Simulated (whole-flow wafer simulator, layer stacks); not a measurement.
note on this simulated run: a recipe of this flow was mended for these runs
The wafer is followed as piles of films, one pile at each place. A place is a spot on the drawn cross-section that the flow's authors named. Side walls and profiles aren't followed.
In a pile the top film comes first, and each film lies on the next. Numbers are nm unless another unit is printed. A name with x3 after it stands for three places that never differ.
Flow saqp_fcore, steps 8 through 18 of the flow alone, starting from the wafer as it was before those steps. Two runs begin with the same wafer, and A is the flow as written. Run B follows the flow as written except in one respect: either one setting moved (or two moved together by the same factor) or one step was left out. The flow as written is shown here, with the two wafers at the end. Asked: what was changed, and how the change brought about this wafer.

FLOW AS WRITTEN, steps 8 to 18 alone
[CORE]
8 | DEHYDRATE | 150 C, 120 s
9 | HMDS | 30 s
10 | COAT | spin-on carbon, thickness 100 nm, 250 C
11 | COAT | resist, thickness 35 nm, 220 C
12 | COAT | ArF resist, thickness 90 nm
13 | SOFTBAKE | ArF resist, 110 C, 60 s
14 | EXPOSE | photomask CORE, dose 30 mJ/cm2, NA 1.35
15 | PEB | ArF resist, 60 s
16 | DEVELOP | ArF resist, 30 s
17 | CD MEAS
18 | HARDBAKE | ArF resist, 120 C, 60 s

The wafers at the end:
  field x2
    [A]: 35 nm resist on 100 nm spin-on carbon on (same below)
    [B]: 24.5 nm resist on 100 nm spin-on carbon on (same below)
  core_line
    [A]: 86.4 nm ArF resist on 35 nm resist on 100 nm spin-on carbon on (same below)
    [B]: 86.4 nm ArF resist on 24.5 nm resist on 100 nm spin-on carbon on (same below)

Cause: step 11, COAT: thickness 24.5 nm was run, whereas the flow has thickness 35 nm.
One can read it off the wafer: field x2 has resist 24.5, and step 11 as written asks for 35 nm.

The path from the change to this, step by step:
  11 | COAT | resist, thickness 35 nm, 220 C
      field x2, core_line: A +35 resist (new film) | B +24.5 resist (new film)
